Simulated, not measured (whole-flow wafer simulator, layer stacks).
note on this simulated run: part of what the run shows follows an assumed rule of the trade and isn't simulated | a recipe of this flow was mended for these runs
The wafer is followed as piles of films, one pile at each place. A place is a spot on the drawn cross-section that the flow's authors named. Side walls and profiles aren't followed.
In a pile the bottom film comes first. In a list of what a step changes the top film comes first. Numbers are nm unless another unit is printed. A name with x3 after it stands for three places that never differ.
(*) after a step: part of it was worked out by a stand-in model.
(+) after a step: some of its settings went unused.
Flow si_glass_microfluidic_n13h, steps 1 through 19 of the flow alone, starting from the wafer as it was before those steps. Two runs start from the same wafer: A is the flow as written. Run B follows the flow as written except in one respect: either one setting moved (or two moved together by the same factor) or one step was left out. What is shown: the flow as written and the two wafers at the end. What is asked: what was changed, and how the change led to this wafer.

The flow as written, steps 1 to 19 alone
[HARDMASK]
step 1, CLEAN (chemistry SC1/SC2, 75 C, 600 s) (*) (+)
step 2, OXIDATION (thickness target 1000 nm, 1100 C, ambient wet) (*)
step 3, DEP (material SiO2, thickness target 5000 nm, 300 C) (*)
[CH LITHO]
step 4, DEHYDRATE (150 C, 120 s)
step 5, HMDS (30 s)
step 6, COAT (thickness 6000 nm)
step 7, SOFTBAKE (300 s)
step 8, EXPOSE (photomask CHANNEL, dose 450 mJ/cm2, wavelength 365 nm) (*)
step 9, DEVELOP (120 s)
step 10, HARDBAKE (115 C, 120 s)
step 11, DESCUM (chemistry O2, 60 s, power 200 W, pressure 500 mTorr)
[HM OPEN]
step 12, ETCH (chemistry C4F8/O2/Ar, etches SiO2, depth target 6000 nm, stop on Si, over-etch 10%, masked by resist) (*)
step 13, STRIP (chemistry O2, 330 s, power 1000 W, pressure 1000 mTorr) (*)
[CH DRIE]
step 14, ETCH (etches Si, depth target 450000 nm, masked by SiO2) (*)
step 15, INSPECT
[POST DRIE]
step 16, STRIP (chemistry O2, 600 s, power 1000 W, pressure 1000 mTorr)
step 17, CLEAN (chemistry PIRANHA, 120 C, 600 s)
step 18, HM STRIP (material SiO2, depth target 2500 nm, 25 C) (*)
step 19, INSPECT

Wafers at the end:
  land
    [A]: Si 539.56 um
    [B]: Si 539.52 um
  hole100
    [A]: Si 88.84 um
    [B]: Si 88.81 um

What caused this: step 2, OXIDATION: 1123 C was run, though the flow has 1100 C.

The path from the change to this, step by step:
  step 2, OXIDATION (thickness target 1000 nm, 1100 C, ambient wet) (*)
      land, hole100: A +1000 SiO2 (new film), -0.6 chemical SiO2 (all of it), -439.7 Si | B +1074.2 SiO2 (new film), -0.6 chemical SiO2 (all of it), -472.4 Si
  step 12, ETCH (chemistry C4F8/O2/Ar, etches SiO2, depth target 6000 nm, stop on Si, over-etch 10%, masked by resist) (*)
      hole100: A -6000 SiO2 (all of it), -75 Si | B -6074.2 SiO2 (all of it), -65.7 Si
  step 18, HM STRIP (material SiO2, depth target 2500 nm, 25 C) (*)
      land: A -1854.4 SiO2 (all of it) | B -1928.4 SiO2 (all of it)
